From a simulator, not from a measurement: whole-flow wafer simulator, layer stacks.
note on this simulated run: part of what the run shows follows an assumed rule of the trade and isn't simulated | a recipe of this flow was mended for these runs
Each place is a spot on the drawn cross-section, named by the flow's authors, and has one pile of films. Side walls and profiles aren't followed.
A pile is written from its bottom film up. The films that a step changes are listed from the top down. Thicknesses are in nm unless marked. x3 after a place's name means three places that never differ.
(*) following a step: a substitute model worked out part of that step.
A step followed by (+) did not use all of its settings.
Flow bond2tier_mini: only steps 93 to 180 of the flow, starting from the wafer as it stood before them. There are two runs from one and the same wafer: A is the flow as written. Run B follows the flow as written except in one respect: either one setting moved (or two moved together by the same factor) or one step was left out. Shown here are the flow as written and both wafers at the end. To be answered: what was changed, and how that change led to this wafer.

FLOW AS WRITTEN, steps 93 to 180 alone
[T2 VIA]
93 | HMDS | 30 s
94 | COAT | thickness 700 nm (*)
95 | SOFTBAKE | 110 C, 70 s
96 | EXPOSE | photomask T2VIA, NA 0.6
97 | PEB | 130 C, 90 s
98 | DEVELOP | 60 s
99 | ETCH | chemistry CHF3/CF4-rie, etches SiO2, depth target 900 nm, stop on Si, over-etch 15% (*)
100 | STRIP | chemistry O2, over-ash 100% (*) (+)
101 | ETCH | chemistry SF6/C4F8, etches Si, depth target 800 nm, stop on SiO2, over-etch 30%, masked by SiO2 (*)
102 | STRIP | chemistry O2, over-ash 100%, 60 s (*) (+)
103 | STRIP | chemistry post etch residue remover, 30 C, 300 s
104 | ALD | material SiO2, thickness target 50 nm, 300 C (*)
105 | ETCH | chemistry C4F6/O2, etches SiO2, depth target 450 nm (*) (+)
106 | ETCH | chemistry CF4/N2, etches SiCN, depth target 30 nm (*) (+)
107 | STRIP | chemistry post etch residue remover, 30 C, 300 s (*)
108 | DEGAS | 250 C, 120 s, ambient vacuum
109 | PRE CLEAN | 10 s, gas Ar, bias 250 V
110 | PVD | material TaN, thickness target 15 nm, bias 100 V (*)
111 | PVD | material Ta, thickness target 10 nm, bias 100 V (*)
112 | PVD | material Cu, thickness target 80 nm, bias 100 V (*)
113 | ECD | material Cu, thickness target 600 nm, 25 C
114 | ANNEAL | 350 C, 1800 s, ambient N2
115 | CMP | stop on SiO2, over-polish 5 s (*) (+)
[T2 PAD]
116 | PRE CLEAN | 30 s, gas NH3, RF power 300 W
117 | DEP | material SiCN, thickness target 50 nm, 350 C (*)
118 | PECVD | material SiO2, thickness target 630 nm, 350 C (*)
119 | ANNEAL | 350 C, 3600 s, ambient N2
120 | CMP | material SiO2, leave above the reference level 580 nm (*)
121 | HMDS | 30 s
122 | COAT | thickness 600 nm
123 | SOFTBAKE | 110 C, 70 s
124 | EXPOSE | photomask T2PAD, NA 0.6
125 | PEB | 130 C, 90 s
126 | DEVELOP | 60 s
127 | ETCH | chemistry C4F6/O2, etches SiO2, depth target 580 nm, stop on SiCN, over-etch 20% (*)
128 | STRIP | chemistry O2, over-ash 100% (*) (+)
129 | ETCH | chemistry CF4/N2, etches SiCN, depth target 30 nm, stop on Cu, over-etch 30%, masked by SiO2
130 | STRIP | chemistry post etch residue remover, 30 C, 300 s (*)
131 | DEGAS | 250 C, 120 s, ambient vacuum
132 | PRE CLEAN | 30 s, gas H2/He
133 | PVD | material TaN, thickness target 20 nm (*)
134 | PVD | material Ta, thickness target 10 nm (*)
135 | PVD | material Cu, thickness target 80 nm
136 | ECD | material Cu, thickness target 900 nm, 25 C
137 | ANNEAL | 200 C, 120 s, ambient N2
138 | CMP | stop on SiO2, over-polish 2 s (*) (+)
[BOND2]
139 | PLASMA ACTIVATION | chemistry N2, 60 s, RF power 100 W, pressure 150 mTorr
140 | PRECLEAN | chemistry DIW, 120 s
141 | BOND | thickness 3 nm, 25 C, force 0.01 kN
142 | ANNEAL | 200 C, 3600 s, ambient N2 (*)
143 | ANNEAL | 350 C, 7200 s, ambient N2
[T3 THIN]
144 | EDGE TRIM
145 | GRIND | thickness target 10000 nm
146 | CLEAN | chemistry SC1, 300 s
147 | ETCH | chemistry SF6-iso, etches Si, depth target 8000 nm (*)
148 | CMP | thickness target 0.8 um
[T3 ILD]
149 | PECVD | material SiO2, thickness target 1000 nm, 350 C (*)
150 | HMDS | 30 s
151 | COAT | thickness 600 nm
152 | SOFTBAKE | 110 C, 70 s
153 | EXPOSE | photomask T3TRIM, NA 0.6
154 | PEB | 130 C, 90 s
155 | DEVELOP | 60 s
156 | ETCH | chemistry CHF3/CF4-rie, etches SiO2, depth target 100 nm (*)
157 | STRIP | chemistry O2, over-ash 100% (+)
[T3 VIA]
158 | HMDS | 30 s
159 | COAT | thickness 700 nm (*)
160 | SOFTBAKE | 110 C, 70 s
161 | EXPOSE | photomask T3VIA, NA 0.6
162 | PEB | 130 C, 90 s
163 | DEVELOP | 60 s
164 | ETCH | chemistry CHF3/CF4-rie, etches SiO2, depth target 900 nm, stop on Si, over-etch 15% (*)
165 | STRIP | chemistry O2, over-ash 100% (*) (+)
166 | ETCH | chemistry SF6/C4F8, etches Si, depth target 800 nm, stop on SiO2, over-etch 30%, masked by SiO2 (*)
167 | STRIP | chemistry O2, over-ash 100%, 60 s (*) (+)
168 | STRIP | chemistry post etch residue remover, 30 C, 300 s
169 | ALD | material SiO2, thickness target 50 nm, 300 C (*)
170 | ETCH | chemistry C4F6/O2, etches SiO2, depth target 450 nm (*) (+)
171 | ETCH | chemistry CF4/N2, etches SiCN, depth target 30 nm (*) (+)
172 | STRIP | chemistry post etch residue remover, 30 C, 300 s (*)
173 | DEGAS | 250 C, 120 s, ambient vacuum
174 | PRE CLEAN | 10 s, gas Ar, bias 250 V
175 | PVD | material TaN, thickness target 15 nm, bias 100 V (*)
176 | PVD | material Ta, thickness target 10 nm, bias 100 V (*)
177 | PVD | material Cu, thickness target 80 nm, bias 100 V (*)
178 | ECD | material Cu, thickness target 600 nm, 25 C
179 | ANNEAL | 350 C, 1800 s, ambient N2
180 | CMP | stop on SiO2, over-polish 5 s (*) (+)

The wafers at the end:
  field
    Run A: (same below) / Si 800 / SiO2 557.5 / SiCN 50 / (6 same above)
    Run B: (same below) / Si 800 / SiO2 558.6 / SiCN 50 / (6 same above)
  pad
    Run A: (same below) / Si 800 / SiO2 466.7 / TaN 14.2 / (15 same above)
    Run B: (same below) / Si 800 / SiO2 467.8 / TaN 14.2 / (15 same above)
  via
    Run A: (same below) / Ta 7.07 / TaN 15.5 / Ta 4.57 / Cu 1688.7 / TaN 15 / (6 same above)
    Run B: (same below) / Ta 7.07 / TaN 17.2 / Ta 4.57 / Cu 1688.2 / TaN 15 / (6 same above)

What caused this: step 109, PRE CLEAN: bias 138 V was run, though the flow has bias 250 V.

Step by step, how the change led to this:
  109 | PRE CLEAN | 10 s, gas Ar, bias 250 V
      field, pad: A SiO2 loses 3 | B SiO2 loses 1.9
      via: A TaN loses 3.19 | B TaN loses 1.55
